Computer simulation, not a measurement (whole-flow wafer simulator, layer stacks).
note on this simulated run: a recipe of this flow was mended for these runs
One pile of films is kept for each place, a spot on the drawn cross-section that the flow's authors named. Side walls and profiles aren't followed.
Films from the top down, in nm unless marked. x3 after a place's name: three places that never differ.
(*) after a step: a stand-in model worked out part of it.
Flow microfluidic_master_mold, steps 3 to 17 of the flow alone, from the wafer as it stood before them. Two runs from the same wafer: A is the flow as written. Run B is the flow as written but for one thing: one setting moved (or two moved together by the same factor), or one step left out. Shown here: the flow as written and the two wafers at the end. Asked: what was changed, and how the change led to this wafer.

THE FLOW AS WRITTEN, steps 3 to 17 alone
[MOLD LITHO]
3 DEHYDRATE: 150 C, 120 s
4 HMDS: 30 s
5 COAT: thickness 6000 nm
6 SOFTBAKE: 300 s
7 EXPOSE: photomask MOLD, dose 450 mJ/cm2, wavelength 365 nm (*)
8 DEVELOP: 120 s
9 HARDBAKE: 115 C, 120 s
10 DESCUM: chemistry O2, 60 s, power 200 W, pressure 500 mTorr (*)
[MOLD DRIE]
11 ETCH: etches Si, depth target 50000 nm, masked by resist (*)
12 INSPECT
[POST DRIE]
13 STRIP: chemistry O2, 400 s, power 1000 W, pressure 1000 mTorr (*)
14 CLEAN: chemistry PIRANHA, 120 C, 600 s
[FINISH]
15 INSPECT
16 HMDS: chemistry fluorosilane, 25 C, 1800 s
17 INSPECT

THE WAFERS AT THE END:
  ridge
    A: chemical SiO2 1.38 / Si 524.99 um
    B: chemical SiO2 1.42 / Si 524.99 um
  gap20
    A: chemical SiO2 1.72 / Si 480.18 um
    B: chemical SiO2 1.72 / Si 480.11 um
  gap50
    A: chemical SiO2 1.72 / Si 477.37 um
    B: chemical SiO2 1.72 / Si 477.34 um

The cause: step 5, COAT: thickness 5550 nm was run, where the flow has thickness 6000 nm.

How the change led to this, step by step:
  5 COAT: thickness 6000 nm
      ridge, gap20, gap50, gap200 x2: A thick-i-line-resist +6000 (new film) | B thick-i-line-resist +5550 (new film)
  8 DEVELOP: 120 s
      gap20, gap50, gap200 x2: A thick-i-line-resist -6000 (all of it) | B thick-i-line-resist -5550 (all of it)
  9 HARDBAKE: 115 C, 120 s
      ridge: A thick-i-line-resist -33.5 | B thick-i-line-resist -30
  11 ETCH: etches Si, depth target 50000 nm, masked by resist (*)
      gap20: A chemical SiO2 -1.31 (all of it), Si -44.81 um | B chemical SiO2 -1.31 (all of it), Si -44.88 um
      gap50: A chemical SiO2 -1.31 (all of it), Si -47.62 um | B chemical SiO2 -1.31 (all of it), Si -47.66 um
  13 STRIP: chemistry O2, 400 s, power 1000 W, pressure 1000 mTorr (*)
      ridge: A thick-i-line-resist -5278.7 (all of it), chemical SiO2 +0.78, Si -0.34 | B thick-i-line-resist -4832.3 (all of it), chemical SiO2 +0.82, Si -0.36
